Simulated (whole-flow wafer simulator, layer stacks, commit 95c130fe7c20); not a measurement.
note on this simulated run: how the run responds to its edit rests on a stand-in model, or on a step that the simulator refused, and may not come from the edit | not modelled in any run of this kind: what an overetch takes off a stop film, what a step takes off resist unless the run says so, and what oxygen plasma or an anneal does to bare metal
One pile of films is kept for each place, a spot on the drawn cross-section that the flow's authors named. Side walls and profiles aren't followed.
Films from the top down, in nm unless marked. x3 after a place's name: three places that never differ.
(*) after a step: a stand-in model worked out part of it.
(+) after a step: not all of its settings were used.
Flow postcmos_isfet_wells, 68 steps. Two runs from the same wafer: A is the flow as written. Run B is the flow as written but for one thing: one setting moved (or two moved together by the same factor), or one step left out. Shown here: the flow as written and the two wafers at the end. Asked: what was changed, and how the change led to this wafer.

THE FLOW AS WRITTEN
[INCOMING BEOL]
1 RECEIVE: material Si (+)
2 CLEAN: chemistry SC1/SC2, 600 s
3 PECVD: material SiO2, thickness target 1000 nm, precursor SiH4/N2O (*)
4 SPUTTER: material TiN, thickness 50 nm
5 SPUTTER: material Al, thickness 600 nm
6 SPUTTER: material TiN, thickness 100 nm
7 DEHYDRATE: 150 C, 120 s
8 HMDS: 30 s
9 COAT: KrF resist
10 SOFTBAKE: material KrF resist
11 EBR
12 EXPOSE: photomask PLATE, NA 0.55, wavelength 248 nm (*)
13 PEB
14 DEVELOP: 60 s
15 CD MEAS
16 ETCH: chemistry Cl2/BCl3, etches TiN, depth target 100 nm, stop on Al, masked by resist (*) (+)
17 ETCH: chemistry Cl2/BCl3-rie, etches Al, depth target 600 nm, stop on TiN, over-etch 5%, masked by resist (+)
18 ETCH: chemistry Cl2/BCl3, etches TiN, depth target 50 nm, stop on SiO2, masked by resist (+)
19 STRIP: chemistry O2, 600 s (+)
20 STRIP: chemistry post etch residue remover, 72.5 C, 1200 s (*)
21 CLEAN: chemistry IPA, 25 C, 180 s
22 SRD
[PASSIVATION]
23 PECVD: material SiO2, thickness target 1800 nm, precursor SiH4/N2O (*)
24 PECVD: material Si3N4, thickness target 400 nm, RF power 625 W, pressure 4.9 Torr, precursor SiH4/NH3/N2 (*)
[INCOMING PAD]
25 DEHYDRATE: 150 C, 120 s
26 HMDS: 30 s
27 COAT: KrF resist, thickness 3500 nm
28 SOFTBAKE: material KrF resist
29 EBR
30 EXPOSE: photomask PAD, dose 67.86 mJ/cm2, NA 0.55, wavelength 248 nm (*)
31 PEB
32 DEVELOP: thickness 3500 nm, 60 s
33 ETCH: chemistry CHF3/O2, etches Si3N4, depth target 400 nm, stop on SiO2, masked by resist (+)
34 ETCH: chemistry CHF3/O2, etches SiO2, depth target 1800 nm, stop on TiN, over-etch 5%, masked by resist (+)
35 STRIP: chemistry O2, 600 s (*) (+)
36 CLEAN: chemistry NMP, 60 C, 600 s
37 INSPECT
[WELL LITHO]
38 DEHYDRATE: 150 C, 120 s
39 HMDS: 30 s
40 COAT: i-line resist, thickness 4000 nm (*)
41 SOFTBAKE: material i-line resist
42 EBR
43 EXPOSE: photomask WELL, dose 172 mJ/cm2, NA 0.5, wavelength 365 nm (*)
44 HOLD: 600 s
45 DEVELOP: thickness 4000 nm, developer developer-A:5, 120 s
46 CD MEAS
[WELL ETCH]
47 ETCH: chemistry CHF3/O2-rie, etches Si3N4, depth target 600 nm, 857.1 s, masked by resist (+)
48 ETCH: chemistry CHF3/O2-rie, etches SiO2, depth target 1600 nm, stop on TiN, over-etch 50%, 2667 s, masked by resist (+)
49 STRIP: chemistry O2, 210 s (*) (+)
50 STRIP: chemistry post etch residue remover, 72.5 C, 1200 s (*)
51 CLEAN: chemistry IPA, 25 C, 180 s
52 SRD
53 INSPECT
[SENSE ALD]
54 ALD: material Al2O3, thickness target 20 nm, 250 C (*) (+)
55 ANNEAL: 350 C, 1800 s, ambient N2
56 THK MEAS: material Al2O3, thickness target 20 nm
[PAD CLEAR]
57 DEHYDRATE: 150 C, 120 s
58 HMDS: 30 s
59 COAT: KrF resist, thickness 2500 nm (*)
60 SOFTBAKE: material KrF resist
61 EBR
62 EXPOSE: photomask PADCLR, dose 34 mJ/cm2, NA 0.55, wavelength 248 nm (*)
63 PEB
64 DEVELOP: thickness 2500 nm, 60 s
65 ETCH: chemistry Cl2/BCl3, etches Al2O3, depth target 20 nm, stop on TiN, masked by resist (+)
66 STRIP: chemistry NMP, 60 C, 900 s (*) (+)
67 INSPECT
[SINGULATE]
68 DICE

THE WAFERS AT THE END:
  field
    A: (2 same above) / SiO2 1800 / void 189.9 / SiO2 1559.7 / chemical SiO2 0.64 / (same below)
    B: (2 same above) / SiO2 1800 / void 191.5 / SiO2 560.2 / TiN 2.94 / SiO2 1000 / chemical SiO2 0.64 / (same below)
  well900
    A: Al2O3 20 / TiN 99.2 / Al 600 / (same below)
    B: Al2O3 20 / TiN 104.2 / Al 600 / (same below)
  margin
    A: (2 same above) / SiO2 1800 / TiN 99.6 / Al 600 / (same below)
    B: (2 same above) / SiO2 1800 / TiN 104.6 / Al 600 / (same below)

The cause: step 6, SPUTTER: thickness 105 nm was run, where the flow has thickness 100 nm.

How the change led to this, step by step:
  6 SPUTTER: material TiN, thickness 100 nm
      field, margin, well900, well1300 x3, pad_rim, pad_clr, pad_open: A TiN +100 (new film) | B TiN +105 (new film)
  16 ETCH: chemistry Cl2/BCl3, etches TiN, depth target 100 nm, stop on Al, masked by resist (*) (+)
      field: A TiN -100 (all of it) | B TiN -100
  17 ETCH: chemistry Cl2/BCl3-rie, etches Al, depth target 600 nm, stop on TiN, over-etch 5%, masked by resist (+)
      field: A Al -600 (all of it) | B TiN -5 (all of it), Al -592
  18 ETCH: chemistry Cl2/BCl3, etches TiN, depth target 50 nm, stop on SiO2, masked by resist (+)
      field: A TiN -50 (all of it) | B Al -8 (all of it), TiN -46.6
  23 PECVD: material SiO2, thickness target 1800 nm, precursor SiH4/N2O (*)
      field: A SiO2 +1800 (new film), void +189.9 (new film), SiO2 +559.7 | B SiO2 +1800 (new film), void +191.5 (new film), SiO2 +560.2 (new film)
Counting metal films that touch as one body, field has 1 body; the flow as written gives 0 bodies.
